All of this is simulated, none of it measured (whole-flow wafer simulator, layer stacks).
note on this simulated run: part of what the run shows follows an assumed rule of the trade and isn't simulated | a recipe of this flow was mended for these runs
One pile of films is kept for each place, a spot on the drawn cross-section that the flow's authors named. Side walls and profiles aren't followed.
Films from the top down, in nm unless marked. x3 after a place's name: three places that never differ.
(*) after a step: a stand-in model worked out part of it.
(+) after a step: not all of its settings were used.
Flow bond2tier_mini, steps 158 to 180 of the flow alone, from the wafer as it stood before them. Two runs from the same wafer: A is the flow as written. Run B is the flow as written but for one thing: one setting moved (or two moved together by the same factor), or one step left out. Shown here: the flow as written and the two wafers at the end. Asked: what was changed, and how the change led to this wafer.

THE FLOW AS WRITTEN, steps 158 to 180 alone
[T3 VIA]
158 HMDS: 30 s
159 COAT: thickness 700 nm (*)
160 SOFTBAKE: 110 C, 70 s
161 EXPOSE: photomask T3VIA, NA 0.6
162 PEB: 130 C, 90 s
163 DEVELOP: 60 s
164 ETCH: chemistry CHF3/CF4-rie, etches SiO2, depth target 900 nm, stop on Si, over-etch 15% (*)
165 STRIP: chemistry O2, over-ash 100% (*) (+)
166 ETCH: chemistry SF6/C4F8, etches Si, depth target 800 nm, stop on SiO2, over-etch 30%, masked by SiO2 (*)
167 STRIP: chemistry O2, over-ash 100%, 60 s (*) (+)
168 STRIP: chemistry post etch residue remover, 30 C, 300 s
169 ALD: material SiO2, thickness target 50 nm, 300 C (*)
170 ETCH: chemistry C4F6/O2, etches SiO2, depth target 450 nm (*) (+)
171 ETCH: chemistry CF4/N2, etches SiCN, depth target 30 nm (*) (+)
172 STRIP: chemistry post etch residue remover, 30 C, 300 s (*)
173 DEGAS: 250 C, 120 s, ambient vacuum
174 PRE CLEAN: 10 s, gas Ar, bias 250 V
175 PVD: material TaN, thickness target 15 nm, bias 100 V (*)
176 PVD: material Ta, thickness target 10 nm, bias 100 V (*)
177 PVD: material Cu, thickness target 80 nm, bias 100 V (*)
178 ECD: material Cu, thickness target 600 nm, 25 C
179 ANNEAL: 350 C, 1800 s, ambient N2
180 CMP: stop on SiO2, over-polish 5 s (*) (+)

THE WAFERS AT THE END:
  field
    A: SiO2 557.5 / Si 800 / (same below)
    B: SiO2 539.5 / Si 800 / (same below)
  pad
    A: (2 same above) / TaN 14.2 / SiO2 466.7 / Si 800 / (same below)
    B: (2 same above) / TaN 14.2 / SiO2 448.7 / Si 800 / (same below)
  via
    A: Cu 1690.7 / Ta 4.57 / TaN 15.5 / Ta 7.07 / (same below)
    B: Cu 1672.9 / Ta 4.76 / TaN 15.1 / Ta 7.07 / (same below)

The cause: step 169, ALD: thickness target 32 nm was run, where the flow has thickness target 50 nm.

How the change led to this, step by step:
  169 ALD: material SiO2, thickness target 50 nm, 300 C (*)
      field, pad, via: A SiO2 +50 | B SiO2 +32
  170 ETCH: chemistry C4F6/O2, etches SiO2, depth target 450 nm (*) (+)
      via: A SiO2 -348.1 (all of it), SiCN -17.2 | B SiO2 -330.1 (all of it), SiCN -20.2
  171 ETCH: chemistry CF4/N2, etches SiCN, depth target 30 nm (*) (+)
      via: A SiCN -17.6 (all of it), TaN -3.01 | B SiCN -14.6 (all of it), TaN -3.75
  177 PVD: material Cu, thickness target 80 nm, bias 100 V (*)
      via: A Cu +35 (new film) | B Cu +36.7 (new film)
